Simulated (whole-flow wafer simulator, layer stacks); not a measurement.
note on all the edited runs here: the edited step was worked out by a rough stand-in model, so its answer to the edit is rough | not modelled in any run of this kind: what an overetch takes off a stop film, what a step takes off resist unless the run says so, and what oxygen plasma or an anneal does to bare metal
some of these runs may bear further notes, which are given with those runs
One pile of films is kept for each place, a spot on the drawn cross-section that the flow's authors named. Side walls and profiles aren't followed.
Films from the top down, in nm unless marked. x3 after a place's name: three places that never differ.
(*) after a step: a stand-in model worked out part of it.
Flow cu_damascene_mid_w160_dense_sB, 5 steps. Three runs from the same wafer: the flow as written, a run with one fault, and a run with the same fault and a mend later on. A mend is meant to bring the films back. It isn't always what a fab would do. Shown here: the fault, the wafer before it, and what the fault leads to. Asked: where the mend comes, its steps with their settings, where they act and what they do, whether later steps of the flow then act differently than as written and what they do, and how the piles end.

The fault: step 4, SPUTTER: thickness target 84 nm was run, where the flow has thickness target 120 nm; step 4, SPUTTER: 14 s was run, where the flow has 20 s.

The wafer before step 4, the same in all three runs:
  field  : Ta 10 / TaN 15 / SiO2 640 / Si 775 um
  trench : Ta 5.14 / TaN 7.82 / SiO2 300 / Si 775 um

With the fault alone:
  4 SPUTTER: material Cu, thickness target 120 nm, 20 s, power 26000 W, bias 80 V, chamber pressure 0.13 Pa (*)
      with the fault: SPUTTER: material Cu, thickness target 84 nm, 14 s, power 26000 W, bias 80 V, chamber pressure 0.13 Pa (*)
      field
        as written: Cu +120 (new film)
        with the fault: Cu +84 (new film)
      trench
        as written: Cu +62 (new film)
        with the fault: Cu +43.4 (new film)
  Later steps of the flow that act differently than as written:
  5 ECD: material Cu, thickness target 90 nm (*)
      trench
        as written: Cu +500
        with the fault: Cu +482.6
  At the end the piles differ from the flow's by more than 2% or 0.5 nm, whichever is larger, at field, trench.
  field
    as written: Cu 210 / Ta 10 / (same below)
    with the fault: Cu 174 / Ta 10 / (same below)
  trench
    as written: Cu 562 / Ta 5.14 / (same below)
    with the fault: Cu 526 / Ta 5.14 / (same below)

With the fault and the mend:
  The mend comes after step 4.
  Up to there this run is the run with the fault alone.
  4a SPUTTER: material Cu, thickness target 36 nm, 6 s, power 26000 W, bias 80 V, chamber pressure 0.13 Pa (*) (the flow's step 4 once more, with other settings)
      field
        Cu +36
      trench
        Cu +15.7
  No later step of the flow acts differently than as written, at any place that is followed, by more than 2% or 0.5 nm, whichever is larger.
  At the end the piles are the same as the flow's at every place that both follow.
